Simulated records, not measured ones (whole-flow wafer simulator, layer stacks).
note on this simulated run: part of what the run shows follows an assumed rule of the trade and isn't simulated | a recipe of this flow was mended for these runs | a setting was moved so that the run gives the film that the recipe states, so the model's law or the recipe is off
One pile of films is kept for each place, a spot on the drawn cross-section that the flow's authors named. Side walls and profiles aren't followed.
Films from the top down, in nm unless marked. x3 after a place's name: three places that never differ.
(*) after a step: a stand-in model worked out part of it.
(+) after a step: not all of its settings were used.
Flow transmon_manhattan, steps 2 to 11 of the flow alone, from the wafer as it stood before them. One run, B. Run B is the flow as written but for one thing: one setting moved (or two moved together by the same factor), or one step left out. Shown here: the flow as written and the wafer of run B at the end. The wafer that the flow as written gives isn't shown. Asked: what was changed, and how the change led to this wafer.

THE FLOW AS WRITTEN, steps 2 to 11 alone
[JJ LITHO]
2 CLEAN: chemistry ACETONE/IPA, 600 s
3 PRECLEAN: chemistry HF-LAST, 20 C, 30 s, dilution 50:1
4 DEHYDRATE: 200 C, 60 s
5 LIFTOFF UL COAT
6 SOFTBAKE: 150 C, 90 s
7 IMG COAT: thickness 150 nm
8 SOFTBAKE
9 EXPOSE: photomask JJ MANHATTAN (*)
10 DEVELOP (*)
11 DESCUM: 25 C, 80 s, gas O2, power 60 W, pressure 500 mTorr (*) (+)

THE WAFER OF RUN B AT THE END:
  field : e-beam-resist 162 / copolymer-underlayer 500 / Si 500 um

The cause: step 7, IMG COAT: thickness 174 nm was run, where the flow has thickness 150 nm.

How the change led to this, step by step:
  7 IMG COAT: thickness 150 nm
      field, chan_a x2: e-beam-resist +174 (new film) (as written it would be: e-beam-resist +150 (new film))
  10 DEVELOP (*)
      chan_a x2: e-beam-resist -174 (all of it), copolymer-underlayer -500 (all of it) (as written it would be: e-beam-resist -150 (all of it), copolymer-underlayer -500 (all of it))
